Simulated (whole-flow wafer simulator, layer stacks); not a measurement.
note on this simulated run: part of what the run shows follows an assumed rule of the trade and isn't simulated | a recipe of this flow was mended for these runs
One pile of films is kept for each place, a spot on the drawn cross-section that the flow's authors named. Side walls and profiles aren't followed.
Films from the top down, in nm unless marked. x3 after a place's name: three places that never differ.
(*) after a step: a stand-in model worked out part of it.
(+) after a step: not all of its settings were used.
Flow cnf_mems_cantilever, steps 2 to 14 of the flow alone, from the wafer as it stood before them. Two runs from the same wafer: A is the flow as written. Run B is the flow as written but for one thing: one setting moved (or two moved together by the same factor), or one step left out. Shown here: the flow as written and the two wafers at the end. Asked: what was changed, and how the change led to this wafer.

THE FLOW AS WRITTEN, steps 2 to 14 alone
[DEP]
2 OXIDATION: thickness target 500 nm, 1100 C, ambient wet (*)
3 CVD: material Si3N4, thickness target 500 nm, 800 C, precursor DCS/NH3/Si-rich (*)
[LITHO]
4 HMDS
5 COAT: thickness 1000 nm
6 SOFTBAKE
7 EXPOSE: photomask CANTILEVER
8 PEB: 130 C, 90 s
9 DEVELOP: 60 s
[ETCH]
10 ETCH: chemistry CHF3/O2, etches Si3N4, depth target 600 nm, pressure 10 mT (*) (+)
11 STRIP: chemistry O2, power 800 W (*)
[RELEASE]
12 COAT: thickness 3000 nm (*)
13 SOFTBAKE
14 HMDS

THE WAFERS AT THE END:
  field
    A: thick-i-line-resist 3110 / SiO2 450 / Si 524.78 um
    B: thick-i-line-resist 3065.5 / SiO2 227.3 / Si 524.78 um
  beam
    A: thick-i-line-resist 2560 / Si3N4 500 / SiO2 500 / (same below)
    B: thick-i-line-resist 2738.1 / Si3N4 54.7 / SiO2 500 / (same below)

The cause: step 3, CVD: 680 C was run, where the flow has 800 C.

How the change led to this, step by step:
  3 CVD: material Si3N4, thickness target 500 nm, 800 C, precursor DCS/NH3/Si-rich (*)
      field, beam: A Si3N4 +500 (new film) | B Si3N4 +54.7 (new film)
  10 ETCH: chemistry CHF3/O2, etches Si3N4, depth target 600 nm, pressure 10 mT (*) (+)
      field: A Si3N4 -500 (all of it), SiO2 -50 | B Si3N4 -54.7 (all of it), SiO2 -272.7
  12 COAT: thickness 3000 nm (*)
      beam: A thick-i-line-resist +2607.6 (new film) | B thick-i-line-resist +2764.3 (new film)
  13 SOFTBAKE
      field: A thick-i-line-resist +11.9 | B thick-i-line-resist +6.54
      beam: A thick-i-line-resist -47.6 | B thick-i-line-resist -26.1
